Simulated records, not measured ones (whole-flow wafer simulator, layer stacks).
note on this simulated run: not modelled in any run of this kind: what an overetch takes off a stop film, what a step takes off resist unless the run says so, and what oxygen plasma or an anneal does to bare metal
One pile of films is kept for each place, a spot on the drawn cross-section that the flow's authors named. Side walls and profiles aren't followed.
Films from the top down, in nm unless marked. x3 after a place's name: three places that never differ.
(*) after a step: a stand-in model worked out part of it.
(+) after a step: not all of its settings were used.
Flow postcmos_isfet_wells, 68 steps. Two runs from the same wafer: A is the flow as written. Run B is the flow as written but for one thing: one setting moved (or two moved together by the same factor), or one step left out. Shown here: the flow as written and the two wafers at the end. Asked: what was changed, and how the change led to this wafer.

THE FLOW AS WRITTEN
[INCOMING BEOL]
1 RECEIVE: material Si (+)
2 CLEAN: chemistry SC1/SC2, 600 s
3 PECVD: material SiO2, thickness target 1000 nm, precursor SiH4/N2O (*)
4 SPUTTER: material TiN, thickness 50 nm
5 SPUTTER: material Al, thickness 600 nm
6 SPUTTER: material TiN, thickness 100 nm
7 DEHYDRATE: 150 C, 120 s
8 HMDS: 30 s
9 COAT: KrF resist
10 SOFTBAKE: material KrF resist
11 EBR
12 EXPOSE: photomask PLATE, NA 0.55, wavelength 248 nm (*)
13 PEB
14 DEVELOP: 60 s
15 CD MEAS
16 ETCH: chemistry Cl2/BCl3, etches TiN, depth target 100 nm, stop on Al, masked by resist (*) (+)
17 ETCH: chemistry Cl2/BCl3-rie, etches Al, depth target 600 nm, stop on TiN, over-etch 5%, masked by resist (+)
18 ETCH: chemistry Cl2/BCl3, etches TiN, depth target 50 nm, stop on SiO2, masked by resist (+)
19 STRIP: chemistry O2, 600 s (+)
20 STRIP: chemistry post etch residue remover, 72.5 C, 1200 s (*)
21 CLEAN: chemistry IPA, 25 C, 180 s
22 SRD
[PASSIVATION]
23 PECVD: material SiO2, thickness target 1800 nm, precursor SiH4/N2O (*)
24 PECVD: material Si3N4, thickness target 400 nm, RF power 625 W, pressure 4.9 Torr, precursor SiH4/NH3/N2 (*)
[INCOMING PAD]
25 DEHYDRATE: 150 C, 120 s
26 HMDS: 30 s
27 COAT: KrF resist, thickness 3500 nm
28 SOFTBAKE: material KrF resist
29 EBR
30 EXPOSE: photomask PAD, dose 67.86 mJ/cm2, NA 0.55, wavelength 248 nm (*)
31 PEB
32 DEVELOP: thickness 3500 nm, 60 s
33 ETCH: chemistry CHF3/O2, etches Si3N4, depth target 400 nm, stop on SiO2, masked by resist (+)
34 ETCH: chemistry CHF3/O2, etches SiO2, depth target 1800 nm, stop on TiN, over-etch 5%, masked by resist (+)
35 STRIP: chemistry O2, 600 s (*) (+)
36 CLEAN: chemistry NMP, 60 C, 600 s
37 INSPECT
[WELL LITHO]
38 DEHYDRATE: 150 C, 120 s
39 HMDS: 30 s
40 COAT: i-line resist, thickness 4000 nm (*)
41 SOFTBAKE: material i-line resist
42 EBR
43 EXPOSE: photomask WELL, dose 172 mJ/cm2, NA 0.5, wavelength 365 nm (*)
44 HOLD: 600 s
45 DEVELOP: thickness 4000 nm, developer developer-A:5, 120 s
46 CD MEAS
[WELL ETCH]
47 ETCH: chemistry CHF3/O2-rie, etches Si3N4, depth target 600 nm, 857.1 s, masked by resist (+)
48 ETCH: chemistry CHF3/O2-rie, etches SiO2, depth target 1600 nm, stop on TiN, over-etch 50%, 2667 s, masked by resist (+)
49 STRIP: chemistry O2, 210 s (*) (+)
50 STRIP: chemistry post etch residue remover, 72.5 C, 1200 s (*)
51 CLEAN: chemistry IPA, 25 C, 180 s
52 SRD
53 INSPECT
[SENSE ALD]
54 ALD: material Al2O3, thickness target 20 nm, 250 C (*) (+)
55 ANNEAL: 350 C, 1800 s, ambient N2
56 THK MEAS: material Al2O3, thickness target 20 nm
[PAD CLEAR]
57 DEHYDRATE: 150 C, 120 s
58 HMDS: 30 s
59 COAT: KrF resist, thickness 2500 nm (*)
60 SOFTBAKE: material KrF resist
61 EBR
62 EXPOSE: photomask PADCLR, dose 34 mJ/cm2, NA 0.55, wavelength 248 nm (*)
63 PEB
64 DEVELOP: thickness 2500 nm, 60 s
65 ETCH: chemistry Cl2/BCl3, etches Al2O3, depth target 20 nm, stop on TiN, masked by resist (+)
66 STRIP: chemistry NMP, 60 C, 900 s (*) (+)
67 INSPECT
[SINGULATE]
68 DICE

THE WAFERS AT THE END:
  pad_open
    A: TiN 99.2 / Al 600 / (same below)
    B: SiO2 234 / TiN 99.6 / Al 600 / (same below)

The cause: step 34, ETCH: depth target 1566 nm was run, where the flow has depth target 1800 nm.

How the change led to this, step by step:
  34 ETCH: chemistry CHF3/O2, etches SiO2, depth target 1800 nm, stop on TiN, over-etch 5%, masked by resist (+)
      pad_open: A SiO2 -1800 (all of it) | B SiO2 -1566
      field, margin, well900, well1300 x3, pad_rim, pad_clr: A KrF resist -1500 | B KrF resist -1305
  35 STRIP: chemistry O2, 600 s (*) (+)
      field, margin, well900, well1300 x3, pad_rim, pad_clr: A KrF resist -1613.3 (all of it) | B KrF resist -1808.3 (all of it)
  40 COAT: i-line resist, thickness 4000 nm (*)
      pad_clr: A i-line resist +3256.8 (new film) | B i-line resist +3330 (new film)
  41 SOFTBAKE: material i-line resist
      pad_clr: A i-line resist -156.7 | B i-line resist -133.5
      pad_open: A i-line resist +115.3 | B i-line resist +104.8
  49 STRIP: chemistry O2, 210 s (*) (+)
      pad_clr: A i-line resist -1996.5 (all of it) | B i-line resist -2092.9 (all of it)
      pad_open: A i-line resist -3816.3 (all of it) | B i-line resist -3721.9 (all of it)
  59 COAT: KrF resist, thickness 2500 nm (*)
      pad_rim: A KrF resist +1976.4 (new film) | B KrF resist +2029.7 (new film)
      pad_clr: A KrF resist +1691.6 (new film) | B KrF resist +1770.3 (new film)
  63 PEB
      pad_clr: A KrF resist -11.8 | B KrF resist -12.4
  64 DEVELOP: thickness 2500 nm, 60 s
      pad_clr: A KrF resist -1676 (all of it) | B KrF resist -1754.5 (all of it)
  66 STRIP: chemistry NMP, 60 C, 900 s (*) (+)
      pad_rim: A KrF resist -1923.7 (all of it) | B KrF resist -1976.5 (all of it)
